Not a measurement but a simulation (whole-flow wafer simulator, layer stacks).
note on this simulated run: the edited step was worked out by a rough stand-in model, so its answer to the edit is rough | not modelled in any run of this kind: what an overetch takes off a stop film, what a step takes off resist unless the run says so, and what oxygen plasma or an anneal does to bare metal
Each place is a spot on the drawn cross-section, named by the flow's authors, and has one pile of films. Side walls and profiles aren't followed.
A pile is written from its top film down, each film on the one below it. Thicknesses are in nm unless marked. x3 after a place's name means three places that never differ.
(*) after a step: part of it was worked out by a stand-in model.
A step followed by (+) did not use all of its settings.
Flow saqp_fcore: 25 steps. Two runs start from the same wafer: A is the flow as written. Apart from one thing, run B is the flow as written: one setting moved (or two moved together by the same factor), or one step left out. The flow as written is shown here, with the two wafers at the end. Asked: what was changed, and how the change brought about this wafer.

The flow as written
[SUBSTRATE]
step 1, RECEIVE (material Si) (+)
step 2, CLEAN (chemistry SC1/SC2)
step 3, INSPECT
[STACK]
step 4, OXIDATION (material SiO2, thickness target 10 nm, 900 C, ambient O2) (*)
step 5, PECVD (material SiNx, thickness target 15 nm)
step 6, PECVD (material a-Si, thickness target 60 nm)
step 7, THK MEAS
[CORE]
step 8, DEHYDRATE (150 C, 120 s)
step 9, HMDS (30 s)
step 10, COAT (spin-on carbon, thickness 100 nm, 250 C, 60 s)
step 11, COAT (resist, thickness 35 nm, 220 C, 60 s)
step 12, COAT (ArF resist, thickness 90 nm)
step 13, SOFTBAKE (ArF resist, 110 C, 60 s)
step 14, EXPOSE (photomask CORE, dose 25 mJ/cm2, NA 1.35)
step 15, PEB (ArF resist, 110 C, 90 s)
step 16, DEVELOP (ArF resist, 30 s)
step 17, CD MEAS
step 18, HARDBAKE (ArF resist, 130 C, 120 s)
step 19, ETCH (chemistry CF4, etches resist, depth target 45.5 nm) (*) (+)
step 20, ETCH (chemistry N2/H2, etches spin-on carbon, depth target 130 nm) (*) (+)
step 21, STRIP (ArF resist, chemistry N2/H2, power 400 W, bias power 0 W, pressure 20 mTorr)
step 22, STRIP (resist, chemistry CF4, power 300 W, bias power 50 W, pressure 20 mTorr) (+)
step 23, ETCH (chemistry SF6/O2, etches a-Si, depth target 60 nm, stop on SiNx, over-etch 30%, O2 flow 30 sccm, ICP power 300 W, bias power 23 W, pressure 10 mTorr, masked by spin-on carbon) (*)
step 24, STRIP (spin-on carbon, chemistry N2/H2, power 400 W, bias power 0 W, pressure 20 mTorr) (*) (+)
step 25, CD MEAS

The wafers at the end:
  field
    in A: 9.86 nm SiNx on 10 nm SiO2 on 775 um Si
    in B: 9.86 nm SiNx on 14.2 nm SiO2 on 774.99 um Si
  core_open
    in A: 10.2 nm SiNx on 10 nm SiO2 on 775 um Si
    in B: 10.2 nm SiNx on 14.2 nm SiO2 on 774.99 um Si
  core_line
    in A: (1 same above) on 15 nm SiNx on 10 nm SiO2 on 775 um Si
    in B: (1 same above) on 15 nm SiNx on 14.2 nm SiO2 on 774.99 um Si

Cause: step 4, OXIDATION: thickness target 14.2 nm was run, though the flow has thickness target 10 nm.
The wafer lets one read it off: field has SiO2 14.2, and step 4 as written asks for 10 nm.

The path from the change to this, step by step:
  step 4, OXIDATION (material SiO2, thickness target 10 nm, 900 C, ambient O2) (*)
      field, core_open, core_line: A +10 SiO2 (new film), -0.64 chemical SiO2 (all of it), -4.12 Si | B +14.2 SiO2 (new film), -0.64 chemical SiO2 (all of it), -5.96 Si
